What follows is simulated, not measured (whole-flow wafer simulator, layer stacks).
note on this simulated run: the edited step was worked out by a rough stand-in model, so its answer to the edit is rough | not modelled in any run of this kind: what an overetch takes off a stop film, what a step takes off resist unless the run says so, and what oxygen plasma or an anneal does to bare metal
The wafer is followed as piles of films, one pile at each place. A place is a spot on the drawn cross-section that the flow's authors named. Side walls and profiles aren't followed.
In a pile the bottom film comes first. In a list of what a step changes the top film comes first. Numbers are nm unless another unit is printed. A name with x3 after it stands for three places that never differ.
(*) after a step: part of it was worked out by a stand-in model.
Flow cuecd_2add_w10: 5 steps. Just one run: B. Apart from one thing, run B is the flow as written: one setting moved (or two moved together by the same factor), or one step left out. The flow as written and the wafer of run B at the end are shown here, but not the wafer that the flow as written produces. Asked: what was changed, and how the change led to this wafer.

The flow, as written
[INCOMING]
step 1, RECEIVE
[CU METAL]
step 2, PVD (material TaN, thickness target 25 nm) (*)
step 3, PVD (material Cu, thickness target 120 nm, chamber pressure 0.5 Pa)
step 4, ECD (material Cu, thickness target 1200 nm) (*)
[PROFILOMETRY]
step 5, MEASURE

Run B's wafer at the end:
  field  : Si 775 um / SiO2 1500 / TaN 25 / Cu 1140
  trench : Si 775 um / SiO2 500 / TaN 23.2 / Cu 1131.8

Cause: step 4, ECD: thickness target 1020 nm was run, though the flow has thickness target 1200 nm.

How this came from the change, step by step:
  step 4, ECD (material Cu, thickness target 1200 nm) (*)
      field, trench: Cu gains 1020 (it would be, as written: Cu gains 1200)
